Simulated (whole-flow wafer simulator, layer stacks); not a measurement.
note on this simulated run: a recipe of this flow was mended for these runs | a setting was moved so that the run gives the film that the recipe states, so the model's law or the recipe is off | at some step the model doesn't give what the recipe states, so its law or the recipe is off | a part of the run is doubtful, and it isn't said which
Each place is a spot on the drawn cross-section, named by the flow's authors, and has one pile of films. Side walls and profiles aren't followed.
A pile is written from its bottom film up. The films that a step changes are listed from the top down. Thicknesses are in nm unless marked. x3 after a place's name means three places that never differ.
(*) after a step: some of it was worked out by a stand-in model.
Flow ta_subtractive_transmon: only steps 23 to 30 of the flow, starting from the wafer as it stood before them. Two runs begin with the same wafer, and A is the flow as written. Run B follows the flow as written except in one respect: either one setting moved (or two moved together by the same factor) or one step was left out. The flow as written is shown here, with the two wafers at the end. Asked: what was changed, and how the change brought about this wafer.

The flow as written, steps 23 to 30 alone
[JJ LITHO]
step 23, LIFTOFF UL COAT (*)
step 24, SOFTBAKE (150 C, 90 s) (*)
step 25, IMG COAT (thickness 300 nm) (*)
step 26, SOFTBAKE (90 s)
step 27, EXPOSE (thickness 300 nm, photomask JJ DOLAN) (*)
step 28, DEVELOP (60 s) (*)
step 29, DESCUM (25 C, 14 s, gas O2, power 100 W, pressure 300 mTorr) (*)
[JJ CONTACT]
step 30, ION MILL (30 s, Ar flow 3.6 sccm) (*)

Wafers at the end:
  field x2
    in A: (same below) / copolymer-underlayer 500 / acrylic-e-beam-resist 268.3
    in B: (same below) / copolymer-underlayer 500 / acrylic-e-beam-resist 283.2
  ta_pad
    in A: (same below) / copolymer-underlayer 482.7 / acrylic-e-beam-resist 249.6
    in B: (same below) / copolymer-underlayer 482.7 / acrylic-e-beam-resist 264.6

Cause: step 29, DESCUM: pressure 284 mTorr was run, whereas the flow has pressure 300 mTorr.

The path from the change to this, step by step:
  step 29, DESCUM (25 C, 14 s, gas O2, power 100 W, pressure 300 mTorr) (*)
      field x2, ta_pad: A acrylic-e-beam-resist loses 14.9 | B nothing
